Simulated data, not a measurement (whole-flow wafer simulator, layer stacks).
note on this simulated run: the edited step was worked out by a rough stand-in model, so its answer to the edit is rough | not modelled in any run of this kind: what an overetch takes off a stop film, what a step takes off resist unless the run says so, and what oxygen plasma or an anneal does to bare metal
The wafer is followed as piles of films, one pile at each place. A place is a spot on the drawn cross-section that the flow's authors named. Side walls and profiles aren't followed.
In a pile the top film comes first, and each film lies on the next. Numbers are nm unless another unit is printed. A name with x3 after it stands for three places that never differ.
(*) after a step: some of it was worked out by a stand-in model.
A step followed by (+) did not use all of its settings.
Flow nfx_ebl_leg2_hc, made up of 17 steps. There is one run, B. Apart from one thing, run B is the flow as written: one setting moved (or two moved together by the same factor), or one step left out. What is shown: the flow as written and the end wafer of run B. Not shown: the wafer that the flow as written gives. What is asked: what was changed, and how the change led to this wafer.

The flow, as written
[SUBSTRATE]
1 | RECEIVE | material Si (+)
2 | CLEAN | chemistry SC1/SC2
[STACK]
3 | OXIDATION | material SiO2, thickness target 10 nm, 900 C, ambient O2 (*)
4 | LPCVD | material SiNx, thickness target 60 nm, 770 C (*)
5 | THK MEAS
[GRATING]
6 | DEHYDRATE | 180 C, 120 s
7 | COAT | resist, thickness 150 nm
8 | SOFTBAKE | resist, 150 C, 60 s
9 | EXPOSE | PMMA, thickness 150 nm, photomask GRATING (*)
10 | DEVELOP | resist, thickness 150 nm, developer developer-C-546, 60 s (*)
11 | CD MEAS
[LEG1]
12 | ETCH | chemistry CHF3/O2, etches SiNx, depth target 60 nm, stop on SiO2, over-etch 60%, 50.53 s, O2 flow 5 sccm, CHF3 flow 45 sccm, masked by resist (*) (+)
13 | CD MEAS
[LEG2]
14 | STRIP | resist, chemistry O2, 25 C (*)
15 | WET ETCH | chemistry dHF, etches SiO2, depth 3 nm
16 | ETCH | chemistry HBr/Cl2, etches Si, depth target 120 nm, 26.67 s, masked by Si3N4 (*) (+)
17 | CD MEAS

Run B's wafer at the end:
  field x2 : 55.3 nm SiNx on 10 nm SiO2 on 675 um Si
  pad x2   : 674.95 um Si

Cause: step 16, ETCH: depth target 49.6 nm was run, while the flow as written has depth target 120 nm; step 16, ETCH: 11.01 s was run, where the flow has 26.67 s.

Step by step, how the change led to this:
  16 | ETCH | chemistry HBr/Cl2, etches Si, depth target 120 nm, 26.67 s, masked by Si3N4 (*) (+)
      field x2: SiNx loses 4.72 (as written it would have been: SiNx loses 11.4)
      pad x2: Si loses 49.6 (as written it would have been: Si loses 120)
